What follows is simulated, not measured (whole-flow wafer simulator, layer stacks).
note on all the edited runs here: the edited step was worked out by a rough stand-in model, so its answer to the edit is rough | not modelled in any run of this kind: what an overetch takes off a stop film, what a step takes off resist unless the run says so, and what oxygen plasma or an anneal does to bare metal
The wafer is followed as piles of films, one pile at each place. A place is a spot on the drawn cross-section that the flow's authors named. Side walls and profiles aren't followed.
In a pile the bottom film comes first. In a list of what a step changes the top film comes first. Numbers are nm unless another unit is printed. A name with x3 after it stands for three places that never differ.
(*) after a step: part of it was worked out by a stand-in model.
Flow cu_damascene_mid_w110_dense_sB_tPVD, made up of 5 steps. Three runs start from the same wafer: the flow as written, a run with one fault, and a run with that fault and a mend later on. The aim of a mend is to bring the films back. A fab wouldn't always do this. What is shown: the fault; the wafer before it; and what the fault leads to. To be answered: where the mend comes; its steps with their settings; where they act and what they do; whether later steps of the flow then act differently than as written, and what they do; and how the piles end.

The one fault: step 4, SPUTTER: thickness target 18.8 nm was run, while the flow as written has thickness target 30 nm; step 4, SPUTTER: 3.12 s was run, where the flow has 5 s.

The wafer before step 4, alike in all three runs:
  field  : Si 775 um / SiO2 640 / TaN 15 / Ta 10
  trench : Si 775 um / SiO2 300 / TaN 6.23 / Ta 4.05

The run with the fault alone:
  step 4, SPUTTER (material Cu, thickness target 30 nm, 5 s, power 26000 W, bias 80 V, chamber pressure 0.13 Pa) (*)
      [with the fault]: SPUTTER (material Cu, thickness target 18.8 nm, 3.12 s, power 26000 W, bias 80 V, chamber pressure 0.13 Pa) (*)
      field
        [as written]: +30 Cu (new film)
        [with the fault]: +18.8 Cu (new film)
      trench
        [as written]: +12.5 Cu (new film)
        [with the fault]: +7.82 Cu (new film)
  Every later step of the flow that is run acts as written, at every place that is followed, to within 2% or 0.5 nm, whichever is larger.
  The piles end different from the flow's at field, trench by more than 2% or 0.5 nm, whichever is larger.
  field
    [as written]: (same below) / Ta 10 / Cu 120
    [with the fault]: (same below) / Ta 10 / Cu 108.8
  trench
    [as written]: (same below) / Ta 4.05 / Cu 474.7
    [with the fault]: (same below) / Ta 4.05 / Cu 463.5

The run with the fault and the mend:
  The mend follows step 4.
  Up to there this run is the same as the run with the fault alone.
  step 4a, SPUTTER (material Cu, thickness target 11.2 nm, 1.867 s, power 26000 W, bias 80 V, chamber pressure 0.13 Pa) (*) (the flow's step 4 again, with other settings)
      field
        +11.2 Cu
      trench
        +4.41 Cu
  Every later step of the flow that is run acts as written, at every place that is followed, to within 2% or 0.5 nm, whichever is larger.
  By the end, the piles equal the flow's at every place that both follow.
